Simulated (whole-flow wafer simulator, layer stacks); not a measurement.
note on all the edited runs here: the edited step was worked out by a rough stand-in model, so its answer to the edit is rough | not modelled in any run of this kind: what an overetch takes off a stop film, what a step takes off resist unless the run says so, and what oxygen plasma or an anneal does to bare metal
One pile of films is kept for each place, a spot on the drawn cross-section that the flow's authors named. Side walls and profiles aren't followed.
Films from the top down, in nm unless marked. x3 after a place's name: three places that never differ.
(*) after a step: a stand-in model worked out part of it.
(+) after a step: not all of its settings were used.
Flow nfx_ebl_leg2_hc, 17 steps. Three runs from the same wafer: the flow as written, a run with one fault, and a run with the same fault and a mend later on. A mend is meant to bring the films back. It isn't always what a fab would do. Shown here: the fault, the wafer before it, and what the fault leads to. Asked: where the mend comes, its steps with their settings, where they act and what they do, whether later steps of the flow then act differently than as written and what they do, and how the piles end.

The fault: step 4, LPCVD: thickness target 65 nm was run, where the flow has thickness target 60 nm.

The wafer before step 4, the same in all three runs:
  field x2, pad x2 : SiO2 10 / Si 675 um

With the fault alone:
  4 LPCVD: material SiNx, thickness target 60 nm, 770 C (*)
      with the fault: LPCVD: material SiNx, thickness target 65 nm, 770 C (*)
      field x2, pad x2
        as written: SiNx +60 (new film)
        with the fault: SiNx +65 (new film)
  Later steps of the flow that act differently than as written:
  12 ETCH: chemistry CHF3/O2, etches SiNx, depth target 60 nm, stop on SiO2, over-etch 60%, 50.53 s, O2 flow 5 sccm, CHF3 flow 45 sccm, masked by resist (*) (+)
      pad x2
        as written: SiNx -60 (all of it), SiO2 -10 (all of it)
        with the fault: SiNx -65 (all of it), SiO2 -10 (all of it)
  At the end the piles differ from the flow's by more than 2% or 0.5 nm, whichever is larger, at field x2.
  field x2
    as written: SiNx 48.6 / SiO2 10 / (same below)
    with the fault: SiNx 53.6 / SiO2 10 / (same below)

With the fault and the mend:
  The mend comes after step 5.
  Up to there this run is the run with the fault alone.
  5a ETCH: chemistry h3po4, depth target 74.75 nm
      field x2, pad x2
        SiNx -65 (all of it)
  5b CLEAN: chemistry SC1/SC2 (the flow's step 2 once more)
      changes no film at any place that is followed
  5c LPCVD: material SiNx, thickness target 60 nm, 770 C (*) (the flow's step 4 once more)
      field x2, pad x2
        SiNx +60 (new film)
  No later step of the flow acts differently than as written at any place that is followed.
  At the end the piles are the same as the flow's at every place that both follow.
